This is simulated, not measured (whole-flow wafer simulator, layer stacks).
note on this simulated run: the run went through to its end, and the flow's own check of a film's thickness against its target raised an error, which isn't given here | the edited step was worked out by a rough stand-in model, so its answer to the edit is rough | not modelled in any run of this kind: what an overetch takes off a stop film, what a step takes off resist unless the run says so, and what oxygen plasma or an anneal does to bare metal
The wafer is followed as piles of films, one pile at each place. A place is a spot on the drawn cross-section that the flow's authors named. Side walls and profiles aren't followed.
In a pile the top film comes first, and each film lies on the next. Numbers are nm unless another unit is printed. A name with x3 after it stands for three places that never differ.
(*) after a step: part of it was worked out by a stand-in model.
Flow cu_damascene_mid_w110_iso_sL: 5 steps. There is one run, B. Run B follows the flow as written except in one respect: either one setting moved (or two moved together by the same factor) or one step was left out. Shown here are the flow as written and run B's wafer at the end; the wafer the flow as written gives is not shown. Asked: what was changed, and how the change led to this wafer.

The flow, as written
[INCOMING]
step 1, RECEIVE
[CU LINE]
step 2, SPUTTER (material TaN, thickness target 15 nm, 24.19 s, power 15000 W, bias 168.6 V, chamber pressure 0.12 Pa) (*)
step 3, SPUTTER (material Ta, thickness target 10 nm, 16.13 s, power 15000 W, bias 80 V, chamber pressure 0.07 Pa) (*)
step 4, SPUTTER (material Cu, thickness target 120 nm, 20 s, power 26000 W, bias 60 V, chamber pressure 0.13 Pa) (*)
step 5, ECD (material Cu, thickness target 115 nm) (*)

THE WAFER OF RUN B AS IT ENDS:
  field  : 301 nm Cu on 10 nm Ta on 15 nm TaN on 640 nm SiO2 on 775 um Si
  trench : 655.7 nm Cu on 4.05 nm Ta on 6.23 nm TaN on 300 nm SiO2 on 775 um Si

The reason: step 4, SPUTTER: thickness target 186 nm was run, though the flow has thickness target 120 nm; step 4, SPUTTER: 31 s was run, where the flow has 20 s.

Step by step, how the change led to this:
  step 4, SPUTTER (material Cu, thickness target 120 nm, 20 s, power 26000 W, bias 60 V, chamber pressure 0.13 Pa) (*)
      field: Cu gains 186 (new film) (as written it would have been: Cu gains 120 (new film))
      trench: Cu gains 77.4 (new film) (as written it would have been: Cu gains 49.9 (new film))
  step 5, ECD (material Cu, thickness target 115 nm) (*)
      trench: Cu gains 578.3 (as written it would have been: Cu gains 539.8)
